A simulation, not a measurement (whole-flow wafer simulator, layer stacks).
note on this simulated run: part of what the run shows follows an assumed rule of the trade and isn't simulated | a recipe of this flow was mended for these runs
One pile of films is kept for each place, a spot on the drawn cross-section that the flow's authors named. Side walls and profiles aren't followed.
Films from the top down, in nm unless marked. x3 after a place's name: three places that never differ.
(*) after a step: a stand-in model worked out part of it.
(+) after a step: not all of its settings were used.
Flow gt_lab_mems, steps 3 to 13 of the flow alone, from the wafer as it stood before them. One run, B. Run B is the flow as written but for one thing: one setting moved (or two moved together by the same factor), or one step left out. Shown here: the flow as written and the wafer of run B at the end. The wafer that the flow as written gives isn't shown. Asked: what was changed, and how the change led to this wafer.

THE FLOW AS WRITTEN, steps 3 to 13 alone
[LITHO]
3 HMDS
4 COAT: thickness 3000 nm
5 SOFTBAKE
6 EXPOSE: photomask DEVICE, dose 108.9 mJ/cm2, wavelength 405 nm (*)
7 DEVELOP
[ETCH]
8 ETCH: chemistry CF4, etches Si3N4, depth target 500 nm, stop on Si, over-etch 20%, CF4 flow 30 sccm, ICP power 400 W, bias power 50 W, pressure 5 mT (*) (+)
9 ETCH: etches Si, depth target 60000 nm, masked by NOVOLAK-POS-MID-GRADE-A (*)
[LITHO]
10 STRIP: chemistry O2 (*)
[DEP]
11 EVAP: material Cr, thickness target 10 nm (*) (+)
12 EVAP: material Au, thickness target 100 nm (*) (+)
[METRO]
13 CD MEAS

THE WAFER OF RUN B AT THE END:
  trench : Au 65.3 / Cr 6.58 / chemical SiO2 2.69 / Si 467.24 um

The cause: step 8, ETCH: depth target 380 nm was run, where the flow has depth target 500 nm.

How the change led to this, step by step:
  8 ETCH: chemistry CF4, etches Si3N4, depth target 500 nm, stop on Si, over-etch 20%, CF4 flow 30 sccm, ICP power 400 W, bias power 50 W, pressure 5 mT (*) (+)
      trench: Si3N4 -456 (as written it would be: Si3N4 -500 (all of it), chemical SiO2 -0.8 (all of it), Si -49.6)
      field: g/i-line-resist -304 (as written it would be: g/i-line-resist -400)
  9 ETCH: etches Si, depth target 60000 nm, masked by NOVOLAK-POS-MID-GRADE-A (*)
      trench: Si3N4 -44 (all of it), chemical SiO2 -0.8 (all of it), Si -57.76 um (as written it would be: Si -59.96 um)
  10 STRIP: chemistry O2 (*)
      field: g/i-line-resist -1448 (all of it) (as written it would be: g/i-line-resist -1352 (all of it))
